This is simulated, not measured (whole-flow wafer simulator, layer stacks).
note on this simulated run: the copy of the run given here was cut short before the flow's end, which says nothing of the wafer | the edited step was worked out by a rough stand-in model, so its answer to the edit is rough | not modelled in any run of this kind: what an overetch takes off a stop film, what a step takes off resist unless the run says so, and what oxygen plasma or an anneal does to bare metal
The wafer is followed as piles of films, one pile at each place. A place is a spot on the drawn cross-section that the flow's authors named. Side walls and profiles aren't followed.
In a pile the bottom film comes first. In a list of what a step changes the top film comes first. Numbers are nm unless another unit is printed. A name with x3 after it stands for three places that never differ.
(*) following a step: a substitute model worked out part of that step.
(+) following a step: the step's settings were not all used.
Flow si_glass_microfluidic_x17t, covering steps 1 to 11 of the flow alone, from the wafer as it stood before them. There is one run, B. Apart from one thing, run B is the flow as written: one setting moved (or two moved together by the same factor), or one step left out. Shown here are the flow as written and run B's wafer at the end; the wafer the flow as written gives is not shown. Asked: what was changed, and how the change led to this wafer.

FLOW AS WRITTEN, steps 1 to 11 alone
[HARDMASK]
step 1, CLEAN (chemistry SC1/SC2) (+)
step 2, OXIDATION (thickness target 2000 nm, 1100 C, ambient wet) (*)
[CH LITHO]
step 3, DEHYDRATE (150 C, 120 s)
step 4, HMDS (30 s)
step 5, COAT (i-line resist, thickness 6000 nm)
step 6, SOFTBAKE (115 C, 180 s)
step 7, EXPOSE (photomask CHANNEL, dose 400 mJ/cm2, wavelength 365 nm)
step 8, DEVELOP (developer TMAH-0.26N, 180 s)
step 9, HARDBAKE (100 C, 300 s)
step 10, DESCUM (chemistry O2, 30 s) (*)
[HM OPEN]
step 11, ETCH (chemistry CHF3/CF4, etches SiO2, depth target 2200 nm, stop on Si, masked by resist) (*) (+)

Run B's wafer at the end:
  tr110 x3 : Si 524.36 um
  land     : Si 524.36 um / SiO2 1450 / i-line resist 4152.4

The reason: step 2, OXIDATION: thickness target 1450 nm was run, while the flow as written has thickness target 2000 nm.
The wafer itself shows it: land has SiO2 1450, and step 2 as written asks for 2000 nm.

Step by step, how the change led to this:
  step 2, OXIDATION (thickness target 2000 nm, 1100 C, ambient wet) (*)
      land, tr110 x3: +1450 SiO2 (new film), -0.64 chemical SiO2 (all of it), -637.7 Si (it would be, as written: +2000 SiO2 (new film), -0.64 chemical SiO2 (all of it), -879.7 Si)
  step 11, ETCH (chemistry CHF3/CF4, etches SiO2, depth target 2200 nm, stop on Si, masked by resist) (*) (+)
      tr110 x3: -1450 SiO2 (all of it) (it would be, as written: -2000 SiO2 (all of it))
